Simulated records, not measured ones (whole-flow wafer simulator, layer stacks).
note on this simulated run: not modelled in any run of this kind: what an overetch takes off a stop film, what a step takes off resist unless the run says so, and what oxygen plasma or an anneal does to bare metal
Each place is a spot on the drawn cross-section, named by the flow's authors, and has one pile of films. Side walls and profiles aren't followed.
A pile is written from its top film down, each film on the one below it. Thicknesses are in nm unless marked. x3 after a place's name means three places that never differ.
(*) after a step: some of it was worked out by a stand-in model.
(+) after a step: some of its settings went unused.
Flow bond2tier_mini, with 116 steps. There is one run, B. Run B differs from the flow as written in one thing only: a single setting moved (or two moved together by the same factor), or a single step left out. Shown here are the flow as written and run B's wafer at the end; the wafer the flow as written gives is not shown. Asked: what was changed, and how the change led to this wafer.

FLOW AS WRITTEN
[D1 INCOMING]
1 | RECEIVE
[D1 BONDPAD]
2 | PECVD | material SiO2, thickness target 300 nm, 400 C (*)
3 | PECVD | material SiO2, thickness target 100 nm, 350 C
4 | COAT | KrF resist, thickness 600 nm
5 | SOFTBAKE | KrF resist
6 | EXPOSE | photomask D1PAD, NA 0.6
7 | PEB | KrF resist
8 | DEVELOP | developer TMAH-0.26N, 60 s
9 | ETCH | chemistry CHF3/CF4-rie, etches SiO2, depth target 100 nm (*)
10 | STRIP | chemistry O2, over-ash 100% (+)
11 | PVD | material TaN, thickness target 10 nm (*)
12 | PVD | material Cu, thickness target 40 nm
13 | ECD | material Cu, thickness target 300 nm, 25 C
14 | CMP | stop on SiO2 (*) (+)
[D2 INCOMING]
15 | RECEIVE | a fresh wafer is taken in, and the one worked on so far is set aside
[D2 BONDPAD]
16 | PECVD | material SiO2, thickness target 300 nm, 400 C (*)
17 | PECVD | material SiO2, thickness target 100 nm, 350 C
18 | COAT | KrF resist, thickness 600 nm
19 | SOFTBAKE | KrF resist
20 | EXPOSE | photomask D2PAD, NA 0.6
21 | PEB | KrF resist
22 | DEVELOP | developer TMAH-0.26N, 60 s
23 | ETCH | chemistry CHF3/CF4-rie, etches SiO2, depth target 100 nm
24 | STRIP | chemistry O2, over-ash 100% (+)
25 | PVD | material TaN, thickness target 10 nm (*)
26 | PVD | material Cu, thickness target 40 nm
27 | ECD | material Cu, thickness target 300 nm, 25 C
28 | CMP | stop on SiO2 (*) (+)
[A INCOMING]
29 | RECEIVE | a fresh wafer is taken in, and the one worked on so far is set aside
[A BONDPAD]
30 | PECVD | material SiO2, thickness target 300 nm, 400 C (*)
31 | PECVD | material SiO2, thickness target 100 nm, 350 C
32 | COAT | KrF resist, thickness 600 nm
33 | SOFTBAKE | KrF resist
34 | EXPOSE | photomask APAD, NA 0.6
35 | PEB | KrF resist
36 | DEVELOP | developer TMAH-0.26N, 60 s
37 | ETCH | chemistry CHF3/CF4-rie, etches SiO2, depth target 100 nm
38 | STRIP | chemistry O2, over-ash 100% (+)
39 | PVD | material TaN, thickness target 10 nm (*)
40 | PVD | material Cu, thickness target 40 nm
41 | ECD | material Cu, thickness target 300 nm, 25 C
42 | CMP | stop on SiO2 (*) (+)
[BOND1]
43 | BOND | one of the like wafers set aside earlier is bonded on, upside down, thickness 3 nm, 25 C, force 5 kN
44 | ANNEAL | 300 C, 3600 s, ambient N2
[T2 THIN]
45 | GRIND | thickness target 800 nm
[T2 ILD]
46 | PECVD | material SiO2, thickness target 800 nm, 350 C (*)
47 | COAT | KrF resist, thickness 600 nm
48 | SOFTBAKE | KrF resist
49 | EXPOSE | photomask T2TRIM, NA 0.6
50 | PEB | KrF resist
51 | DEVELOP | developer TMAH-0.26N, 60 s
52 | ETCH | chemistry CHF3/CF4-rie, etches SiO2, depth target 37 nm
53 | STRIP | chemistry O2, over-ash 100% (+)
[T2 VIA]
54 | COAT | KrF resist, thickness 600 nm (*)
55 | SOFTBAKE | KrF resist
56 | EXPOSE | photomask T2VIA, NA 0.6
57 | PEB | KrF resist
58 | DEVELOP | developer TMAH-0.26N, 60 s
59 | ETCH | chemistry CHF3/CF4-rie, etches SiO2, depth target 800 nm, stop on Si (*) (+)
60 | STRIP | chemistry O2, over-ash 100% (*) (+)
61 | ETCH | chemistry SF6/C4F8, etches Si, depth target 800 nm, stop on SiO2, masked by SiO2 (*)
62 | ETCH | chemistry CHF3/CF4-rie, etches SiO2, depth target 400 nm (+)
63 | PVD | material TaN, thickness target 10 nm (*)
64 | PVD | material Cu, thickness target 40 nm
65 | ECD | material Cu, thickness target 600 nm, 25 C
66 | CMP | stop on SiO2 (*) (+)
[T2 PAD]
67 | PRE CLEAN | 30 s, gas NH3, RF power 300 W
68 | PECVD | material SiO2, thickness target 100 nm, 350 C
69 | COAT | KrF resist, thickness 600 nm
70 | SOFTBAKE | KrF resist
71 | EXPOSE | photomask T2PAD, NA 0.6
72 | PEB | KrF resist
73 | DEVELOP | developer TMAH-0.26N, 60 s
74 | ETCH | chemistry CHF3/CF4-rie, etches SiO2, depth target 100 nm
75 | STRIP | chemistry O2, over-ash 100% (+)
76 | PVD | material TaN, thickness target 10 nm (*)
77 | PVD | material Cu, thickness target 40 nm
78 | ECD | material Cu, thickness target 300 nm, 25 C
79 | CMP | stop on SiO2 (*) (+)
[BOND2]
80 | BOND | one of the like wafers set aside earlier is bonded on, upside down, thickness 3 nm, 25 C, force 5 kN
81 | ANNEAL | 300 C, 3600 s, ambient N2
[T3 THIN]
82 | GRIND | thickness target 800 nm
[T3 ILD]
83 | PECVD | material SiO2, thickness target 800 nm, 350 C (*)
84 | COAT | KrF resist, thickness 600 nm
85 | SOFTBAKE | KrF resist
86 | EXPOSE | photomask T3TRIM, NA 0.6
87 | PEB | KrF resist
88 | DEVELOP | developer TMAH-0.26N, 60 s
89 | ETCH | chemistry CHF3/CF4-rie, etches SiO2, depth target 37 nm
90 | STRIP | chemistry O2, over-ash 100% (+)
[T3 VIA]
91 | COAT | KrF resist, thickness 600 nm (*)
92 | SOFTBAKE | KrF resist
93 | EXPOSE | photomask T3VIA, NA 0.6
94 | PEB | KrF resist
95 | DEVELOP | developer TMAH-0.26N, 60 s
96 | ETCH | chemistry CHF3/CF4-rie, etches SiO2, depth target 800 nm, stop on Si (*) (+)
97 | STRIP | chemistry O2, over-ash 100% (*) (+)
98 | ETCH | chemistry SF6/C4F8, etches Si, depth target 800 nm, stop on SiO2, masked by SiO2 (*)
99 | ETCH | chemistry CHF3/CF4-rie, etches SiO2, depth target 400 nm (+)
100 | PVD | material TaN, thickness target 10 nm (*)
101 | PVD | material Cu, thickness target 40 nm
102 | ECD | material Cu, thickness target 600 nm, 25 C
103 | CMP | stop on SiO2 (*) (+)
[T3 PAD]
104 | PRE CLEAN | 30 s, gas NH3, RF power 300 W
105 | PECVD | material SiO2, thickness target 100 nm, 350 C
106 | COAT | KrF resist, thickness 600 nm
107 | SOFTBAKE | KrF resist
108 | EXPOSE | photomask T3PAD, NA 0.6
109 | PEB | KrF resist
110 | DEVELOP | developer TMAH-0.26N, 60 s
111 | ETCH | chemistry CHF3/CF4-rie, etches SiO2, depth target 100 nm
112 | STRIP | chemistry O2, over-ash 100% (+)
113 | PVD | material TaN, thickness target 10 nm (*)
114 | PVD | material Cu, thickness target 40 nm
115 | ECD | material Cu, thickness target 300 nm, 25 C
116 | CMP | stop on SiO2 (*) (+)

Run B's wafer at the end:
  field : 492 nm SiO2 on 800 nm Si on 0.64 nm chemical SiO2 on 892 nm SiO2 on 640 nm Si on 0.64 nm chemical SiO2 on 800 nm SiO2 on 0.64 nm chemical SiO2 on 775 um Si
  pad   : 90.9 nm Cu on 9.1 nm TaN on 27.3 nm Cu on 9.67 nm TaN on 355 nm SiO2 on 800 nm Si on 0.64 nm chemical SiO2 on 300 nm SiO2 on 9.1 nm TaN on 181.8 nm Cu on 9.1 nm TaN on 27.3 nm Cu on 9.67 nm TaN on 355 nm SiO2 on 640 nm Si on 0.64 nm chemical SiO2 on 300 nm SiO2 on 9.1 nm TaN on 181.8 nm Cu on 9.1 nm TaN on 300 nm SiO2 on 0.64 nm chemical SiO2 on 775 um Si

The reason: step 45, GRIND: thickness target 640 nm was run, though the flow has thickness target 800 nm.
One can read it off the wafer: field has Si 640, and step 45 as written asks for 800 nm.

How this came from the change, step by step:
  45 | GRIND | thickness target 800 nm
      field, pad, via: Si loses 774.36 um (it would be, as written: Si loses 774.2 um)
